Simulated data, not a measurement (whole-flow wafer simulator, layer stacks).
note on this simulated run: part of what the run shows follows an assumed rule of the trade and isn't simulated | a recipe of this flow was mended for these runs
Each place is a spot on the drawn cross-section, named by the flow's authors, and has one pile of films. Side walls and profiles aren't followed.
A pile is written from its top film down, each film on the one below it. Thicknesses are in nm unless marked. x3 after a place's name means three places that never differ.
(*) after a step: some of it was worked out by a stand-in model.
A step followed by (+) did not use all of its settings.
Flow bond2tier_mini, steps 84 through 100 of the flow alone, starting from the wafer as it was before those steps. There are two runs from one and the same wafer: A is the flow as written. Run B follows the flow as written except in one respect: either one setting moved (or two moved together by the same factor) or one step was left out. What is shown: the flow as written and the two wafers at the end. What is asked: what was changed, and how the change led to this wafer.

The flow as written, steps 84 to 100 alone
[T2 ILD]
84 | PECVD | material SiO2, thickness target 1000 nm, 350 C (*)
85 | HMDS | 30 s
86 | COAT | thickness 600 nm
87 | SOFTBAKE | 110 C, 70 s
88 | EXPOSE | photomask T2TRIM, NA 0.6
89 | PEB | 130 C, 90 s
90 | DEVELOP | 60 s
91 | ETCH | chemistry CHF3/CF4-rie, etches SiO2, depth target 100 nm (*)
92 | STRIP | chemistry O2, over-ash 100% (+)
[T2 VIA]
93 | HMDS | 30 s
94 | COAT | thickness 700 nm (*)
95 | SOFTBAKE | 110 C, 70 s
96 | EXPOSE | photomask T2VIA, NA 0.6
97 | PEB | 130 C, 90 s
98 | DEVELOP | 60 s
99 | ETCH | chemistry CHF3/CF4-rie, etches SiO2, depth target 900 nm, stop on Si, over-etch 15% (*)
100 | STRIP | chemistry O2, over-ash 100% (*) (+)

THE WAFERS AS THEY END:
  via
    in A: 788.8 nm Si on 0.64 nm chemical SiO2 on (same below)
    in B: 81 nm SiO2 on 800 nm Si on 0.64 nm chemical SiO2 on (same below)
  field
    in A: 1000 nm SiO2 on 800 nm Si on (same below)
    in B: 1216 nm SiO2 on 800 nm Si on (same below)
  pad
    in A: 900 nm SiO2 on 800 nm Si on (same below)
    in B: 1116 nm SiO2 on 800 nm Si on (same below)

What caused this: step 84, PECVD: thickness target 1216 nm was run, while the flow as written has thickness target 1000 nm.
The wafer itself shows it: field has SiO2 1216, and step 84 as written asks for 1000 nm.

Step by step, how the change led to this:
  84 | PECVD | material SiO2, thickness target 1000 nm, 350 C (*)
      field, pad, via: A SiO2 gains 1000 (new film) | B SiO2 gains 1216 (new film)
  99 | ETCH | chemistry CHF3/CF4-rie, etches SiO2, depth target 900 nm, stop on Si, over-etch 15% (*)
      via: A SiO2 loses 900 (all of it), Si loses 11.2 | B SiO2 loses 1035
